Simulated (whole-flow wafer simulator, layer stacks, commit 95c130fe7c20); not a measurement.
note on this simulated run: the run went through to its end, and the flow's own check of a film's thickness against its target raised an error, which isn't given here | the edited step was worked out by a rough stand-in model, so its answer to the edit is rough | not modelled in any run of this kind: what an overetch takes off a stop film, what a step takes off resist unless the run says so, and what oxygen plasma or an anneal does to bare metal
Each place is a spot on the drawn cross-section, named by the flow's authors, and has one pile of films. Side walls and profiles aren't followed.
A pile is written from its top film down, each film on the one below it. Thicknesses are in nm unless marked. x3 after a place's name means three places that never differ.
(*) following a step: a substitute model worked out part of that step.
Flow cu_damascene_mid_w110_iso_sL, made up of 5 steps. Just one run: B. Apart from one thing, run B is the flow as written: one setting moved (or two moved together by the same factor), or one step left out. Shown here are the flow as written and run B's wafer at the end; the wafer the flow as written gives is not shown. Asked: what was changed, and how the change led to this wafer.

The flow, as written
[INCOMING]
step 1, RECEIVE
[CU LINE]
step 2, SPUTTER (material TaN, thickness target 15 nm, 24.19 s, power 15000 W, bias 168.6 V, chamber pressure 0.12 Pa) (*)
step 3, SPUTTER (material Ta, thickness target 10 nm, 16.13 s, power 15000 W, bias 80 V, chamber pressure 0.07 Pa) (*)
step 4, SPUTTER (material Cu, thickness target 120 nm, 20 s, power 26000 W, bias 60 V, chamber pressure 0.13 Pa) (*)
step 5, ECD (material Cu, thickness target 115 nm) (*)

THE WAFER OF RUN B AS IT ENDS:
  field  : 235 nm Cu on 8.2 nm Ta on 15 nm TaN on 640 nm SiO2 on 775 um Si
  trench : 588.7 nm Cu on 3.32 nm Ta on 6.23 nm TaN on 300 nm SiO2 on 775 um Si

The reason: step 3, SPUTTER: thickness target 8.2 nm was run, though the flow has thickness target 10 nm; step 3, SPUTTER: 13.31 s was run, where the flow has 16.13 s.
The wafer lets one read it off: field has Ta 8.2, and step 3 as written asks for 10 nm.

How this came from the change, step by step:
  step 3, SPUTTER (material Ta, thickness target 10 nm, 16.13 s, power 15000 W, bias 80 V, chamber pressure 0.07 Pa) (*)
      field: Ta gains 8.2 (new film) (in the flow as written it would be: Ta gains 10 (new film))
      trench: Ta gains 3.32 (new film) (in the flow as written it would be: Ta gains 4.05 (new film))
